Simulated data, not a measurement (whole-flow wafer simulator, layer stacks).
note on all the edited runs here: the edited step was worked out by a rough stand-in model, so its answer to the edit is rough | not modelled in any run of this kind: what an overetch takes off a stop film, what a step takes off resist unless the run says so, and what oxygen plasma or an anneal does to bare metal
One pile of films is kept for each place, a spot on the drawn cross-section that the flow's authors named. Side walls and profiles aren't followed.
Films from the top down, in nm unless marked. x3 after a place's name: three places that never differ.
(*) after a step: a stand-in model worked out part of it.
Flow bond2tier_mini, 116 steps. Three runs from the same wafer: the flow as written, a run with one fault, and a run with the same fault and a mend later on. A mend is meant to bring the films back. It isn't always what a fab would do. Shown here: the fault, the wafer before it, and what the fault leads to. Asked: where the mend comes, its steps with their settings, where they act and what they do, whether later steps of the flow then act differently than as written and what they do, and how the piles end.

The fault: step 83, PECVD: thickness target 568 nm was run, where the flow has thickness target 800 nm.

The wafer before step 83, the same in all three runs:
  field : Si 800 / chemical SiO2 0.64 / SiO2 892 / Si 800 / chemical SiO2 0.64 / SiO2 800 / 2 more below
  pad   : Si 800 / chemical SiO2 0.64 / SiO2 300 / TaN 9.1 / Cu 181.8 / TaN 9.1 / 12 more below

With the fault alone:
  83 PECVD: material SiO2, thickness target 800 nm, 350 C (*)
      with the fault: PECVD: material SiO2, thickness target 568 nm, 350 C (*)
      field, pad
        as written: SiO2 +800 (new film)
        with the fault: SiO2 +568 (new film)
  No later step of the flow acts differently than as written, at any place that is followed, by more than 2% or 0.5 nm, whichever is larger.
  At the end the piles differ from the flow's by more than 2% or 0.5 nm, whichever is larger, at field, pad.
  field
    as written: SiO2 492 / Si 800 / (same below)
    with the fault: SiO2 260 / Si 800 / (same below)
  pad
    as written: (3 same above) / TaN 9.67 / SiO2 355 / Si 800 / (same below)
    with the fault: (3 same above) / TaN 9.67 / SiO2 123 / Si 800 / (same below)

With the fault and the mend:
  The mend comes after step 83.
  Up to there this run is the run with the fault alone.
  83a PECVD: material SiO2, thickness target 232 nm, 350 C (the flow's step 83 once more, with other settings)
      field, pad
        SiO2 +232
  No later step of the flow acts differently than as written at any place that is followed.
  At the end the piles are the same as the flow's at every place that both follow.
